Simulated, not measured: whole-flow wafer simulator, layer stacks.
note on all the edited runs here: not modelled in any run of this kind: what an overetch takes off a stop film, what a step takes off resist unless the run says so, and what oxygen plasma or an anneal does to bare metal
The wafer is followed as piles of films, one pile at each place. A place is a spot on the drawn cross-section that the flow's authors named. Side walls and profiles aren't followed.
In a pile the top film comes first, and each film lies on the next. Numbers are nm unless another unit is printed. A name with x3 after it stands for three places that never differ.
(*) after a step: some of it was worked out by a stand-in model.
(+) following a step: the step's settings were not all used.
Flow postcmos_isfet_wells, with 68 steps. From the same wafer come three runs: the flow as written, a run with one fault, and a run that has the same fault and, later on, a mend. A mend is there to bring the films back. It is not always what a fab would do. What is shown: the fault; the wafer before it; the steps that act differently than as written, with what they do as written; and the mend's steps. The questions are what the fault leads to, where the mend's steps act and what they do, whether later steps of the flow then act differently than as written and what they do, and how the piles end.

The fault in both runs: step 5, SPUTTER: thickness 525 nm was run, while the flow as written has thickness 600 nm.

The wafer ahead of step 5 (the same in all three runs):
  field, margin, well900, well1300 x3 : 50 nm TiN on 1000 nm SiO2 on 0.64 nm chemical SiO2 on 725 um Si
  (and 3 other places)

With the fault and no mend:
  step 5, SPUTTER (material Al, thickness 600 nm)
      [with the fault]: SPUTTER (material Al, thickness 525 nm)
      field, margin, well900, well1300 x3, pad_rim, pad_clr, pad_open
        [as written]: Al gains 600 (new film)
        [with the fault]: Al gains 525 (new film)
  Steps later in the flow that act otherwise than as written:
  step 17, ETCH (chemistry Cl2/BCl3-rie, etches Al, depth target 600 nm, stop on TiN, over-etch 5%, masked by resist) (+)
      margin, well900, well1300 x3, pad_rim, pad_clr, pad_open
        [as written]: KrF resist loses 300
        [with the fault]: KrF resist loses 275.6
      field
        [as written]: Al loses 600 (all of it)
        [with the fault]: Al loses 525 (all of it)
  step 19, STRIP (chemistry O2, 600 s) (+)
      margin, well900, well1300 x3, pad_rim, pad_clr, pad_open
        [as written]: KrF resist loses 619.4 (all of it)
        [with the fault]: KrF resist loses 643.7 (all of it)
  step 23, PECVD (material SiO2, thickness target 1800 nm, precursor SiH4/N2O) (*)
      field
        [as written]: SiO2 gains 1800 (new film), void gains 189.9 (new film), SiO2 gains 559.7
        [with the fault]: SiO2 gains 1800 (new film), void gains 134.9 (new film), SiO2 gains 539.7
  At field, margin, well900, well1300 x3, pad_rim, pad_clr, pad_open, the piles at the end differ from the flow's by more than 2% or 0.5 nm, whichever is larger.
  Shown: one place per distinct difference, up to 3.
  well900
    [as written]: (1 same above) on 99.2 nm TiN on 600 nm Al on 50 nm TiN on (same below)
    [with the fault]: (1 same above) on 99.2 nm TiN on 525 nm Al on 50 nm TiN on (same below)
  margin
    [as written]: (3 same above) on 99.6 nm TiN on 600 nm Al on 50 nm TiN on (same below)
    [with the fault]: (3 same above) on 99.6 nm TiN on 525 nm Al on 50 nm TiN on (same below)
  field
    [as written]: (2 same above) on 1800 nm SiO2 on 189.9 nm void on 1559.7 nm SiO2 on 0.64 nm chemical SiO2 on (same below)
    [with the fault]: (2 same above) on 1800 nm SiO2 on 134.9 nm void on 1539.7 nm SiO2 on 0.64 nm chemical SiO2 on (same below)

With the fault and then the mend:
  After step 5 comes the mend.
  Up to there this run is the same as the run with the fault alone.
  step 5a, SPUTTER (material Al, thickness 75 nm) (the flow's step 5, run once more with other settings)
      field, margin, well900, well1300 x3, pad_rim, pad_clr, pad_open
        Al gains 75
  None of the later steps of the flow acts differently than as written at any place that is followed.
  The piles end the same as the flow's at every place that both follow.
